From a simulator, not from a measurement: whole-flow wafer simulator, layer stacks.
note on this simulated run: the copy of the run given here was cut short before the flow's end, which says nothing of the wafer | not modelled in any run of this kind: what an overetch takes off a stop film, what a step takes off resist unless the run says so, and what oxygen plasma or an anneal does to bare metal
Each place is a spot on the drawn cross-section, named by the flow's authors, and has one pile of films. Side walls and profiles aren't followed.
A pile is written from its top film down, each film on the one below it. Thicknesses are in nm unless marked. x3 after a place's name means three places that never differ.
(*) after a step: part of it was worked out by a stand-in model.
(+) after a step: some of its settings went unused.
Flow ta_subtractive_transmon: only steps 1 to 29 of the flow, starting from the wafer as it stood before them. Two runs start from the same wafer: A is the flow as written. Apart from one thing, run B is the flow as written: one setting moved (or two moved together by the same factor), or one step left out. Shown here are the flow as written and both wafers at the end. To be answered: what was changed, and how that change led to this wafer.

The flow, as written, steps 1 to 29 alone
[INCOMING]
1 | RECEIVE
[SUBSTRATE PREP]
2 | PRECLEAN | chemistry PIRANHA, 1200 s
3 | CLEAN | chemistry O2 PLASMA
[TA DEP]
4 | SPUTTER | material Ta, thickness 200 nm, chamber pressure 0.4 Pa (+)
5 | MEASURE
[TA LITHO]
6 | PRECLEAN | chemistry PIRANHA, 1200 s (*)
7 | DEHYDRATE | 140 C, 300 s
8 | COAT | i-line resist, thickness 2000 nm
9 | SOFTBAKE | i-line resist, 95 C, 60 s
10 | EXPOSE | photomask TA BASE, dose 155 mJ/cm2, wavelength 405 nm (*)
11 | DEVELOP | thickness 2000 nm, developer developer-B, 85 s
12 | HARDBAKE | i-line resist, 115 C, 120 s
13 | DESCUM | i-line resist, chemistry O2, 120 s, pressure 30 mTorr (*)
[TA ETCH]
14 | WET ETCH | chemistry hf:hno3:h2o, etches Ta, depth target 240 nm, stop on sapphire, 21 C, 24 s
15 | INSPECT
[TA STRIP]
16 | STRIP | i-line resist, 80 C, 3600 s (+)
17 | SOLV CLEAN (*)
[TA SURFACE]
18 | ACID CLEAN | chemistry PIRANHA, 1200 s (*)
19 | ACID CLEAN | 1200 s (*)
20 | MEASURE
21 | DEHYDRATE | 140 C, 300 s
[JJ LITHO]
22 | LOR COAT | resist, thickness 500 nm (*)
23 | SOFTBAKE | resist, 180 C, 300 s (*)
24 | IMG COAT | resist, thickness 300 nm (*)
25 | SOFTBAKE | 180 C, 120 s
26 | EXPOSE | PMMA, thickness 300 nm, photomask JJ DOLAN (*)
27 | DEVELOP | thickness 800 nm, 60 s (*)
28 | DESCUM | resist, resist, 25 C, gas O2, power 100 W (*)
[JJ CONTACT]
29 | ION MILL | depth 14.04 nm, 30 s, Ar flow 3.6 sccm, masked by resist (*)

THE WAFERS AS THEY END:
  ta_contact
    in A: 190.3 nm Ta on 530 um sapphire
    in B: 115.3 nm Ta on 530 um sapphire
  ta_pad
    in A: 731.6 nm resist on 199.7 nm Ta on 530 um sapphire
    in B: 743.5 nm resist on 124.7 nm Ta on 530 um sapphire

Cause: step 4, SPUTTER: thickness 125 nm was run, whereas the flow has thickness 200 nm.

Step by step, how the change led to this:
  4 | SPUTTER | material Ta, thickness 200 nm, chamber pressure 0.4 Pa (+)
      field x2, jj_line, lead, ta_contact, ta_pad: A +200 Ta (new film) | B +125 Ta (new film)
  14 | WET ETCH | chemistry hf:hno3:h2o, etches Ta, depth target 240 nm, stop on sapphire, 21 C, 24 s
      field x2, jj_line, lead: A -200 Ta (all of it) | B -125 Ta (all of it)
  22 | LOR COAT | resist, thickness 500 nm (*)
      lead: A +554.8 resist (new film) | B +535.2 resist (new film)
      ta_contact: A +443.8 resist (new film) | B +463.6 resist (new film)
  24 | IMG COAT | resist, thickness 300 nm (*)
      ta_pad: A +281.3 resist | B +288.1 resist
  27 | DEVELOP | thickness 800 nm, 60 s (*)
      lead: A -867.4 resist (all of it) | B -843 resist (all of it)
      ta_contact: A -731.2 resist (all of it) | B -756 resist (all of it)
